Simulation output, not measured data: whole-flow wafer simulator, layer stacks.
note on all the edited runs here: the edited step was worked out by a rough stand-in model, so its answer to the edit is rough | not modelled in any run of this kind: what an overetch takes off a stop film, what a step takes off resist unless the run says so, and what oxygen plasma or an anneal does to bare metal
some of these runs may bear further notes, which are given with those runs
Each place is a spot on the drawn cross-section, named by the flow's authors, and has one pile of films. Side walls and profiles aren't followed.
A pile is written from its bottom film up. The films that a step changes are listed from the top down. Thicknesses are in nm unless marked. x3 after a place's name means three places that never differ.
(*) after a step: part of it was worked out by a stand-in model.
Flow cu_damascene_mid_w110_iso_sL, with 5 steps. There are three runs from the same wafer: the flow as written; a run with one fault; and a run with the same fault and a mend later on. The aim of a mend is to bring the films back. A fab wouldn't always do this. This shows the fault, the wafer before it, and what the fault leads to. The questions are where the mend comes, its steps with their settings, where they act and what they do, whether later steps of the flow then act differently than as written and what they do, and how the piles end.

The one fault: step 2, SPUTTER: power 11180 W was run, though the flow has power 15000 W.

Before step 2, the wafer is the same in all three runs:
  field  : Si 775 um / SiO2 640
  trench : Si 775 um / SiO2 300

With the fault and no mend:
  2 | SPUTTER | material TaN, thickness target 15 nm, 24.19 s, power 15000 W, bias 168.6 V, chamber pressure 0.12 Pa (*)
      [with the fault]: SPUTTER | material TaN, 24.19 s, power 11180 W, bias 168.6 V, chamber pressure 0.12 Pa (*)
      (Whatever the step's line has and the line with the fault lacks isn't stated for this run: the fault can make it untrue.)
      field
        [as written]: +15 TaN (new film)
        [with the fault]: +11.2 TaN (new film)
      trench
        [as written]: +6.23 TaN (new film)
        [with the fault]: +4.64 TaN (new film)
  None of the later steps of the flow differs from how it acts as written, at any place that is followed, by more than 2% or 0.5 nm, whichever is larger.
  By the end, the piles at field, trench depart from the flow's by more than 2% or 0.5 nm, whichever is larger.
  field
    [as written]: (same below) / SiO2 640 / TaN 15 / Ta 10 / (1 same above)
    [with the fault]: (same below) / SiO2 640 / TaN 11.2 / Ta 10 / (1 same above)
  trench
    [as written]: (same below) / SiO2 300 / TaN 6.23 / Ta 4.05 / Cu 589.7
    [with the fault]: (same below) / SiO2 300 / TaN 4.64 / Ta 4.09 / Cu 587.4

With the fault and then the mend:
  The mend follows step 2.
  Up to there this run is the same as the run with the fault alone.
  2a | SPUTTER | material TaN, thickness target 3.8 nm, 6.165 s, power 15000 W, bias 168.6 V, chamber pressure 0.12 Pa (*) (a further turn of the flow's step 2, with different settings)
      field
        +3.8 TaN
      trench
        +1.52 TaN
  None of the later steps of the flow acts differently than as written at any place that is followed.
  The piles end only slightly different from the flow's at the places that both follow, by no more than 2% or 0.5 nm, whichever is larger.
